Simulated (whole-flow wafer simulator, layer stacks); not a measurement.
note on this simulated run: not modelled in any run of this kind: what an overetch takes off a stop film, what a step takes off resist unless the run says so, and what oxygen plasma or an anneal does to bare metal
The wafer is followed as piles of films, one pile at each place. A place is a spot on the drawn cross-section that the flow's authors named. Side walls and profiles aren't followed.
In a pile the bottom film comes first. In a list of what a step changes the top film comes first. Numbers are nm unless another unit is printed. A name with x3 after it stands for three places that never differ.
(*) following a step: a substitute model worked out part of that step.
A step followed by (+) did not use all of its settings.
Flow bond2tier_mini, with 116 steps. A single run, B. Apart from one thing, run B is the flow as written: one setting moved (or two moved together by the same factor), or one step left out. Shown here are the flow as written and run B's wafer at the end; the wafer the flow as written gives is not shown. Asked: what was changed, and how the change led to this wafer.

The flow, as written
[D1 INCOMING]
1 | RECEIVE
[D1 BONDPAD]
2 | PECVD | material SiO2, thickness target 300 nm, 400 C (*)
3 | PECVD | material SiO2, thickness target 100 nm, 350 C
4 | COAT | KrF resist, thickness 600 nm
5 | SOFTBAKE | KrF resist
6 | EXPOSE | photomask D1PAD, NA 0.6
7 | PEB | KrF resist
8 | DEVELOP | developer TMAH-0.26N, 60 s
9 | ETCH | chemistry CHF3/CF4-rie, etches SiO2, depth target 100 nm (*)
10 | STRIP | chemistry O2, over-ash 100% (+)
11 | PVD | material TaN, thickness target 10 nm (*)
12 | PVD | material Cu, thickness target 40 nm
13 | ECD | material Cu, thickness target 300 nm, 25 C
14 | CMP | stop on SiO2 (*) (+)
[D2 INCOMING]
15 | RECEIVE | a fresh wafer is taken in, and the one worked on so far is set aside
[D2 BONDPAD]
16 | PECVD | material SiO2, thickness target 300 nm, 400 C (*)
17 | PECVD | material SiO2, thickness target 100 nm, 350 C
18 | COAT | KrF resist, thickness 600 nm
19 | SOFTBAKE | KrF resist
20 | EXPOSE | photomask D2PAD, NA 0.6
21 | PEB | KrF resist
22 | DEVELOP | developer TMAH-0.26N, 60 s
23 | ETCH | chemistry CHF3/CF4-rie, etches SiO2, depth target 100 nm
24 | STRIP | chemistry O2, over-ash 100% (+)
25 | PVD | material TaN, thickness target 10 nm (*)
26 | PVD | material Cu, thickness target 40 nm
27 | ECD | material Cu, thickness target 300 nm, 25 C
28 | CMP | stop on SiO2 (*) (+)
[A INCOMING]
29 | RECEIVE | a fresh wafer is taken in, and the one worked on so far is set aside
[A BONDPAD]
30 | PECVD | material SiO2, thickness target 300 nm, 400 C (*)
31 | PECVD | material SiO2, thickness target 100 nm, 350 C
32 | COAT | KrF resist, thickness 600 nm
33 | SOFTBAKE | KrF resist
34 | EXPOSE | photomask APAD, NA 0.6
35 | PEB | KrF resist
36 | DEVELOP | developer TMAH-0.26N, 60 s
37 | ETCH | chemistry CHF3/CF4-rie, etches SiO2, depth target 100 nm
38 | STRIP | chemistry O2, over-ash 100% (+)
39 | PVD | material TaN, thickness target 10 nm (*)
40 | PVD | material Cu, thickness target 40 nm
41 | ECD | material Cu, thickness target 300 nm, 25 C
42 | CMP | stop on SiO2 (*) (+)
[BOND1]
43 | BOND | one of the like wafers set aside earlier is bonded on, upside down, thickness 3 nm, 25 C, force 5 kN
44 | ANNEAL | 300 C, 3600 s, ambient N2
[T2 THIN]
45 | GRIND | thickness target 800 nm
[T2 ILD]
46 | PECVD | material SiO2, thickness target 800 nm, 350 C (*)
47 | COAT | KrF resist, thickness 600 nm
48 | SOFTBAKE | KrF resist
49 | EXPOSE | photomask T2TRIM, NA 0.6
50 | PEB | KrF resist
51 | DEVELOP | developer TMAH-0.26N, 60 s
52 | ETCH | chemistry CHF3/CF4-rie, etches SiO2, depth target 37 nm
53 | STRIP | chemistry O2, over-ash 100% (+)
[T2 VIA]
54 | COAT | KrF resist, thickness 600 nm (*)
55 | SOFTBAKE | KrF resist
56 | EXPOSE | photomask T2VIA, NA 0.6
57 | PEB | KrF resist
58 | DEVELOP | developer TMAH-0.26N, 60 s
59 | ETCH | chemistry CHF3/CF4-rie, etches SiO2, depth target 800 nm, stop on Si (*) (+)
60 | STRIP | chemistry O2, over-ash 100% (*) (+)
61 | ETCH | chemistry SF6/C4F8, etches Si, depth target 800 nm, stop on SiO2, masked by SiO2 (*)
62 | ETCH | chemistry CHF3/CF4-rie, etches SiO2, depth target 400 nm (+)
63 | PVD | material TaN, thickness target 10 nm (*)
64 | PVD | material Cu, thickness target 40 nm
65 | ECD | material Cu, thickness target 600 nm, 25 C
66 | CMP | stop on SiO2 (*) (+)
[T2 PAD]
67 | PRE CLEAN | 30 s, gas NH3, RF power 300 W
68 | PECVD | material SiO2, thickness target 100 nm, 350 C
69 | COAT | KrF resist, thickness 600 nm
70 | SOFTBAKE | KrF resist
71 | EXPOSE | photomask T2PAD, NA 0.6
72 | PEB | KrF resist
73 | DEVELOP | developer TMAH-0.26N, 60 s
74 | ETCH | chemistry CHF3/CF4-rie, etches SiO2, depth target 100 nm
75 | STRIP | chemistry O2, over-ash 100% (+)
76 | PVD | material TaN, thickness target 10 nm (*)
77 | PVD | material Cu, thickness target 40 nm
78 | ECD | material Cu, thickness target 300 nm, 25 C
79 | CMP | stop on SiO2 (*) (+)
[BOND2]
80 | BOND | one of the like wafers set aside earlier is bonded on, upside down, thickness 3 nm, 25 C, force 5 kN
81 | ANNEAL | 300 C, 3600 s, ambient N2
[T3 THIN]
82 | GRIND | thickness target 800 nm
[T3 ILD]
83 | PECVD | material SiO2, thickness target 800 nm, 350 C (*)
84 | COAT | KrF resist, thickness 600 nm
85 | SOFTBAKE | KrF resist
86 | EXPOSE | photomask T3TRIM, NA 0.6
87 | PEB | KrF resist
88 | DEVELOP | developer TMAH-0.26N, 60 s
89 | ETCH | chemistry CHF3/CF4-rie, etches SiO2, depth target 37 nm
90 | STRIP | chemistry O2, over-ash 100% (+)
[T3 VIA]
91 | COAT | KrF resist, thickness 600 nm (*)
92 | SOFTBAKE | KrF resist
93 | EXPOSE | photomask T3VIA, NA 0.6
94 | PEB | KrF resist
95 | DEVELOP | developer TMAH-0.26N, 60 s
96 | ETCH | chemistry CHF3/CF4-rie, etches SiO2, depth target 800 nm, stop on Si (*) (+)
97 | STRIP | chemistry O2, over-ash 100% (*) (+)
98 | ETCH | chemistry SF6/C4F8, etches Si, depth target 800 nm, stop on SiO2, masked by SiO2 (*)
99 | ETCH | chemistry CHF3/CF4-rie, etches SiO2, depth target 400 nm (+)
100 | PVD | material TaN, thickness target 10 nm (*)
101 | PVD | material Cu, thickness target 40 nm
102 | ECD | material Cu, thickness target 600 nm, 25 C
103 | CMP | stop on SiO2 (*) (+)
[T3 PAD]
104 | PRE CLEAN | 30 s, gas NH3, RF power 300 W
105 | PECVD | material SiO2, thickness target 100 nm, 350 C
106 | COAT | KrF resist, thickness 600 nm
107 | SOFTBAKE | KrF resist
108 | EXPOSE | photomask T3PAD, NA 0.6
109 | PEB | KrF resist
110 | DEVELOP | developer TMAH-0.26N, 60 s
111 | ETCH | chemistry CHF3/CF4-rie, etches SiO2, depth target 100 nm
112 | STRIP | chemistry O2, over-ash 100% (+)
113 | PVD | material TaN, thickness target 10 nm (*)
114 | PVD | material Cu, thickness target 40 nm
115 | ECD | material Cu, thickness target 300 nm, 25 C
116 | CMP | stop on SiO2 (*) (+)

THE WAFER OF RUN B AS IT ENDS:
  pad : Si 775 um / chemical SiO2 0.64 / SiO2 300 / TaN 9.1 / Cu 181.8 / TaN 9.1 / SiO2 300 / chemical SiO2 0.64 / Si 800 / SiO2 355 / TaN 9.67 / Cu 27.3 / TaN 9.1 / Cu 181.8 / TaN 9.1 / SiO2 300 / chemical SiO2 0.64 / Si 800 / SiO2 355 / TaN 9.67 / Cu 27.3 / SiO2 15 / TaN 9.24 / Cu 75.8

Cause: step 111, ETCH: depth target 85 nm was run, whereas the flow has depth target 100 nm.

The path from the change to this, step by step:
  111 | ETCH | chemistry CHF3/CF4-rie, etches SiO2, depth target 100 nm
      pad: -85 SiO2 (in the flow as written it would be: -100 SiO2 (all of it))
      field: -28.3 KrF resist (in the flow as written it would be: -33.3 KrF resist)
  115 | ECD | material Cu, thickness target 300 nm, 25 C
      pad: +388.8 Cu (in the flow as written it would be: +404.5 Cu)
If metal films that touch count as one body, pad has 4 bodies (between them, from the top down: SiO2 15; SiO2 355 / Si 800 / chemical SiO2 0.64 / SiO2 300; SiO2 355 / Si 800 / chemical SiO2 0.64 / SiO2 300); the flow as written gives 3 bodies (between them, from the top down: SiO2 355 / Si 800 / chemical SiO2 0.64 / SiO2 300; SiO2 355 / Si 800 / chemical SiO2 0.64 / SiO2 300).
